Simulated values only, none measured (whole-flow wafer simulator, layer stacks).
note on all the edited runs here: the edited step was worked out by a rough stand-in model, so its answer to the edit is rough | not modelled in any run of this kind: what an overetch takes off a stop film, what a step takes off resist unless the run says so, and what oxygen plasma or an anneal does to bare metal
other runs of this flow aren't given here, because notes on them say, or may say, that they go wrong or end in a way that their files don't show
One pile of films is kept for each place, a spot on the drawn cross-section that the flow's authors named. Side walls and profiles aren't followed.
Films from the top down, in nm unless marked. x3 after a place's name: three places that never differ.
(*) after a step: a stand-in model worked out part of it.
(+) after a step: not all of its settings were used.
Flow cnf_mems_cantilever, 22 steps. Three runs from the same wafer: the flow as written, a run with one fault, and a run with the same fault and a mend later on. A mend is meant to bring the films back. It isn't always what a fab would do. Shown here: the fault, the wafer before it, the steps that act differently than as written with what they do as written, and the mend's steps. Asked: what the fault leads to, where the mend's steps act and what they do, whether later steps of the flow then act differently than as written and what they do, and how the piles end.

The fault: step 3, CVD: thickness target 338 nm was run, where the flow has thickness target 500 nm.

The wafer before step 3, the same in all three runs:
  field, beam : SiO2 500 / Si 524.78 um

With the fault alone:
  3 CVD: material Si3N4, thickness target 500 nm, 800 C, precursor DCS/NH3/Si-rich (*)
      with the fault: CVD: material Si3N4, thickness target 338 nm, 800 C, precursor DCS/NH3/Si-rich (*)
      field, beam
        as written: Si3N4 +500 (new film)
        with the fault: Si3N4 +338 (new film)
  Later steps of the flow that act differently than as written:
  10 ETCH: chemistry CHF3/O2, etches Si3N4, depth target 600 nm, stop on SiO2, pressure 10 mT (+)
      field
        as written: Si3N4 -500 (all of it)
        with the fault: Si3N4 -338 (all of it)
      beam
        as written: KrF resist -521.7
        with the fault: KrF resist -440.9
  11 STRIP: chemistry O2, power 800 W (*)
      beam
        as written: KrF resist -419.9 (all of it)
        with the fault: KrF resist -500.8 (all of it)
  At the end the piles differ from the flow's by more than 2% or 0.5 nm, whichever is larger, at beam.
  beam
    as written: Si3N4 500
    with the fault: Si3N4 338

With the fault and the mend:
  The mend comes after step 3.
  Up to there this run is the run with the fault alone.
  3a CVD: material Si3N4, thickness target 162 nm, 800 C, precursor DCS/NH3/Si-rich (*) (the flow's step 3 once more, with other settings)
      field, beam
        Si3N4 +162
  No later step of the flow acts differently than as written at any place that is followed.
  At the end the piles are the same as the flow's at every place that both follow.
